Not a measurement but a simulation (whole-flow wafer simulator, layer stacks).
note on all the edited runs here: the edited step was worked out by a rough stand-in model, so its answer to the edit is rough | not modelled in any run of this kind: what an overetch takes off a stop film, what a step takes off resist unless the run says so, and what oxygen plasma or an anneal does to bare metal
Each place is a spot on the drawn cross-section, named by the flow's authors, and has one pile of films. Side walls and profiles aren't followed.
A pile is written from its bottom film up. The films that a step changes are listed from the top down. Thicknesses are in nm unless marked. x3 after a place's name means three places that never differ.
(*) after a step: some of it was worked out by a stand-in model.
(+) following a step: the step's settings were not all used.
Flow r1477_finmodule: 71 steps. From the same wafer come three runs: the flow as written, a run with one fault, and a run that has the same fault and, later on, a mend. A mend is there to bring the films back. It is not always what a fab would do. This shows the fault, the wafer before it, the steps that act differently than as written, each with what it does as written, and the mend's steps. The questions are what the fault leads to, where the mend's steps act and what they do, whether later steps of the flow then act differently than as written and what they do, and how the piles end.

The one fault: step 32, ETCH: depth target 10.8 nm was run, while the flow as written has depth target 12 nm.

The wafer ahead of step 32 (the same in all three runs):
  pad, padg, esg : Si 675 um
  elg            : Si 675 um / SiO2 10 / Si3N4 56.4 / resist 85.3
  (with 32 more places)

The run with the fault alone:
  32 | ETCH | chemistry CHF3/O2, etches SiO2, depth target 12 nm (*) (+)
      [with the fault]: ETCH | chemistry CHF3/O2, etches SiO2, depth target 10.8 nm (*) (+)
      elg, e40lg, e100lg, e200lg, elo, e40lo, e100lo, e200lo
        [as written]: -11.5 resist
        [with the fault]: -10.3 resist
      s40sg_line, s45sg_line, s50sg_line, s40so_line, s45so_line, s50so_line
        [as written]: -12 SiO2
        [with the fault]: -10.8 SiO2
  Every later step of the flow that is run acts as written, at every place that is followed, to within 2% or 0.5 nm, whichever is larger.
  When the end is reached, the piles differ only a little from the flow's at the places that both follow, at most by 2% or 0.5 nm, whichever is larger.

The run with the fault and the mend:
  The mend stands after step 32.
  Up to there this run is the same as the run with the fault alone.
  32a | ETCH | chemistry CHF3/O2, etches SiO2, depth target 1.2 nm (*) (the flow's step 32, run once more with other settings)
      pad, padg, e40sg and 11 more
        -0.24 Si
      elg, e40lg, e100lg, e200lg, elo, e40lo, e100lo, e200lo
        -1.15 resist
      s40cg, s45cg, s50cg, s40co, s45co, s50co
        -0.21 Si
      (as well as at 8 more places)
  Every later step of the flow that is run acts as written, at every place that is followed, to within 2% or 0.5 nm, whichever is larger.
  When the end is reached, the piles differ only a little from the flow's at the places that both follow, at most by 2% or 0.5 nm, whichever is larger.
